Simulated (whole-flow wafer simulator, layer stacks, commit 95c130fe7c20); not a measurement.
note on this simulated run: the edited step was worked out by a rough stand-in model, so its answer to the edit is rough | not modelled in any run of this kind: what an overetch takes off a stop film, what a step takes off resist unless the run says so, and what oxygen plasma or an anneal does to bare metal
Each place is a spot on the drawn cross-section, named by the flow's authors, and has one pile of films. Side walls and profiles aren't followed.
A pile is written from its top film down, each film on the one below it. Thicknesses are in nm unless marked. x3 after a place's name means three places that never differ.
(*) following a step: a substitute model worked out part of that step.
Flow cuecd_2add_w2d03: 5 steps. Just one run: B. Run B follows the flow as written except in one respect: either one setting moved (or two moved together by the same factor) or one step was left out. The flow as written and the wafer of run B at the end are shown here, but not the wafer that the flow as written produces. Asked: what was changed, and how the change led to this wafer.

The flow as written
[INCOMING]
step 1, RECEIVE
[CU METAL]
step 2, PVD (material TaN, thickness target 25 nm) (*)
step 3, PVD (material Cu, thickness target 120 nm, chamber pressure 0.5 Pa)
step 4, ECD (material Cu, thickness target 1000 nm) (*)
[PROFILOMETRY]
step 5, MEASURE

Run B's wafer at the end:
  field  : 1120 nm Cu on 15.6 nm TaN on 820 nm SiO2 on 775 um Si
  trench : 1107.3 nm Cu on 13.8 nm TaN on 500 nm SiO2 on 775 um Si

Cause: step 2, PVD: thickness target 15.6 nm was run, whereas the flow has thickness target 25 nm.
The wafer lets one read it off: field has TaN 15.6, and step 2 as written asks for 25 nm.

Step by step, how the change led to this:
  step 2, PVD (material TaN, thickness target 25 nm) (*)
      field: +15.6 TaN (new film) (it would be, as written: +25 TaN (new film))
      trench: +13.8 TaN (new film) (it would be, as written: +22.1 TaN (new film))
